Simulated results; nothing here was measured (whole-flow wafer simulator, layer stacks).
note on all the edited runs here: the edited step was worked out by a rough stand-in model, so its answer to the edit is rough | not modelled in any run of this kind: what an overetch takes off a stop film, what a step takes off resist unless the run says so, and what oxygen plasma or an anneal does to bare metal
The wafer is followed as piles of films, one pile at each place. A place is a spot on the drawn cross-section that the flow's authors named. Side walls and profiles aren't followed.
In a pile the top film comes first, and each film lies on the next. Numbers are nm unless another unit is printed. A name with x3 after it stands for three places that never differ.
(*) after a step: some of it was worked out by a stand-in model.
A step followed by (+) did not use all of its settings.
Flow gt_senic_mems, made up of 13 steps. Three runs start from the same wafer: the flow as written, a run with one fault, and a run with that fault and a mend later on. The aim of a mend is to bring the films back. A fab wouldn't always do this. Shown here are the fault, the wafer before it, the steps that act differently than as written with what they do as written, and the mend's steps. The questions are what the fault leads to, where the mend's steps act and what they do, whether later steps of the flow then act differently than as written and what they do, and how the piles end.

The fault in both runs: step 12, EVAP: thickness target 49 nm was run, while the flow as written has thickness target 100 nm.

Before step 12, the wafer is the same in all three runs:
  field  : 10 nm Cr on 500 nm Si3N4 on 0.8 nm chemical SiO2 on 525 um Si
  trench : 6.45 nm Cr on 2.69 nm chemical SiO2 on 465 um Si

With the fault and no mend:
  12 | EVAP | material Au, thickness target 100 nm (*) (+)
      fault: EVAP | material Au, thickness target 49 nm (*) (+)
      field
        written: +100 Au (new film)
        fault: +49 Au (new film)
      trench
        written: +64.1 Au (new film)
        fault: +31.5 Au (new film)
  Every later step of the flow that is run acts as written at every place that is followed.
  The piles end different from the flow's at field, trench by more than 2% or 0.5 nm, whichever is larger.
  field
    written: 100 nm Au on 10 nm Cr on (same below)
    fault: 49 nm Au on 10 nm Cr on (same below)
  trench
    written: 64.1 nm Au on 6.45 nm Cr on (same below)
    fault: 31.5 nm Au on 6.45 nm Cr on (same below)

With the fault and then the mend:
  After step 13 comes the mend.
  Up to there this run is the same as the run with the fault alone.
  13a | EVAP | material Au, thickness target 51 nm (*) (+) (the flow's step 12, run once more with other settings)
      field
        +51 Au
      trench
        +32.8 Au
  Every later step of the flow that is run acts as written at every place that is followed.
  At the end the piles are close to the flow's at the places that both follow, differing by at most 2% or 0.5 nm, whichever is larger.
